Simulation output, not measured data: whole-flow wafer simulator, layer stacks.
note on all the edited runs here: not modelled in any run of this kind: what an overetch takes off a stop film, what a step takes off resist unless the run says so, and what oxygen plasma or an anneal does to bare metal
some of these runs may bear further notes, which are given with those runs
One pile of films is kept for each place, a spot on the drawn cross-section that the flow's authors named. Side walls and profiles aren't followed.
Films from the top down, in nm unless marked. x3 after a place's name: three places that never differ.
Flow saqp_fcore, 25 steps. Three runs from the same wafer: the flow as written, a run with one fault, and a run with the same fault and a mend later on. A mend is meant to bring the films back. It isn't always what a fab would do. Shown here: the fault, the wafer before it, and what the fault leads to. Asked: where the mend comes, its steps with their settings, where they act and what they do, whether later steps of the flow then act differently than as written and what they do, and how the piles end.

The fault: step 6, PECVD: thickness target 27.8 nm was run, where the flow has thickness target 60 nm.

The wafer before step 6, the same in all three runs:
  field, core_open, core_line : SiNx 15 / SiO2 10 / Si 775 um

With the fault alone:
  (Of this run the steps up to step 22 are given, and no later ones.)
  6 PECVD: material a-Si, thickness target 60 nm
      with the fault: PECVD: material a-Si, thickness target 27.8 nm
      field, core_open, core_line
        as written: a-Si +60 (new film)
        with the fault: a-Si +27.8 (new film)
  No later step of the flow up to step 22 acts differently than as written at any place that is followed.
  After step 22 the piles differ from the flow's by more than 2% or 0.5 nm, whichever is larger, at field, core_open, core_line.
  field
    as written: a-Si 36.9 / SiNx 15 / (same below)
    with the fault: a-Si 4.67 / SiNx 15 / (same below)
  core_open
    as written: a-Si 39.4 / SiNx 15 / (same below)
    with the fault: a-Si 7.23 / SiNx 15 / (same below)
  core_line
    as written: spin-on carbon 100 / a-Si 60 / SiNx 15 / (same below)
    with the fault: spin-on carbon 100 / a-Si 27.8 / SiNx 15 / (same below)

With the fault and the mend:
  The mend comes after step 7.
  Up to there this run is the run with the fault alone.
  7a ETCH: chemistry tmah, depth target 31.97 nm
      field, core_open, core_line
        a-Si -27.8 (all of it)
  7b PECVD: material a-Si, thickness target 60 nm (the flow's step 6 once more)
      field, core_open, core_line
        a-Si +60 (new film)
  No later step of the flow acts differently than as written at any place that is followed.
  At the end the piles are the same as the flow's at every place that both follow.
